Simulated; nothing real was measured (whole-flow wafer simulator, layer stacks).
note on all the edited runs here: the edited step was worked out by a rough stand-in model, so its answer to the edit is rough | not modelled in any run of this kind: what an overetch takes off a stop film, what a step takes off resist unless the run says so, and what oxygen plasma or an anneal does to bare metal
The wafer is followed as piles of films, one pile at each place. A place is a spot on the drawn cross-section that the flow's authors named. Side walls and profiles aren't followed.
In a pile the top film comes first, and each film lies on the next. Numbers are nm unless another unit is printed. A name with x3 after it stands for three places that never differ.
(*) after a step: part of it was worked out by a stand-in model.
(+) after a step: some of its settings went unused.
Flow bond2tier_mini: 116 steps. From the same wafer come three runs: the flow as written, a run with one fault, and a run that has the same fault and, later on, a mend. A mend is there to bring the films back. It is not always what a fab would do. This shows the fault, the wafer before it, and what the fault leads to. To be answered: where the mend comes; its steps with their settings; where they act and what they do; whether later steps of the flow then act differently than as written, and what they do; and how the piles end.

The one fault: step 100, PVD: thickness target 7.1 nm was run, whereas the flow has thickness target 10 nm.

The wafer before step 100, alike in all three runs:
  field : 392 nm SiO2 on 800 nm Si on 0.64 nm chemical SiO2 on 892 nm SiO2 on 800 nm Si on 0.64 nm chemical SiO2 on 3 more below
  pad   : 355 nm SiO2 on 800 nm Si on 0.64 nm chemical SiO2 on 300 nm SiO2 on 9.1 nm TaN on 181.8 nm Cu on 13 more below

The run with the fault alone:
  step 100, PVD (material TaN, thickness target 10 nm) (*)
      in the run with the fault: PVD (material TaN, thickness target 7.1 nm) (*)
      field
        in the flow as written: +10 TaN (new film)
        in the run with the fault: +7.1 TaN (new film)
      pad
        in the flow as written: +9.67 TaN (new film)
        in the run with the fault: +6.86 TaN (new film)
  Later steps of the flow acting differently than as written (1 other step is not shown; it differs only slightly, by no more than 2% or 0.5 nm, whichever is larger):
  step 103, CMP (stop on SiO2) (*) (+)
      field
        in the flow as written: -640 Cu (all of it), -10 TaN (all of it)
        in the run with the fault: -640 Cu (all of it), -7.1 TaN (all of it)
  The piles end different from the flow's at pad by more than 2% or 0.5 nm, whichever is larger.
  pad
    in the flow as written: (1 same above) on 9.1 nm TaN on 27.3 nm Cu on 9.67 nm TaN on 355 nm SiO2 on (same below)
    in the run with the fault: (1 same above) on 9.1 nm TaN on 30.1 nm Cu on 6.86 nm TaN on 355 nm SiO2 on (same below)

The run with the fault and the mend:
  After step 100 comes the mend.
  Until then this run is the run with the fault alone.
  step 100a, PVD (material TaN, thickness target 2.9 nm) (*) (the flow's step 100, run once more with other settings)
      field
        +2.9 TaN
      pad
        +2.8 TaN
  None of the later steps of the flow acts differently than as written at any place that is followed.
  At every place that both follow, the piles at the end match the flow's.
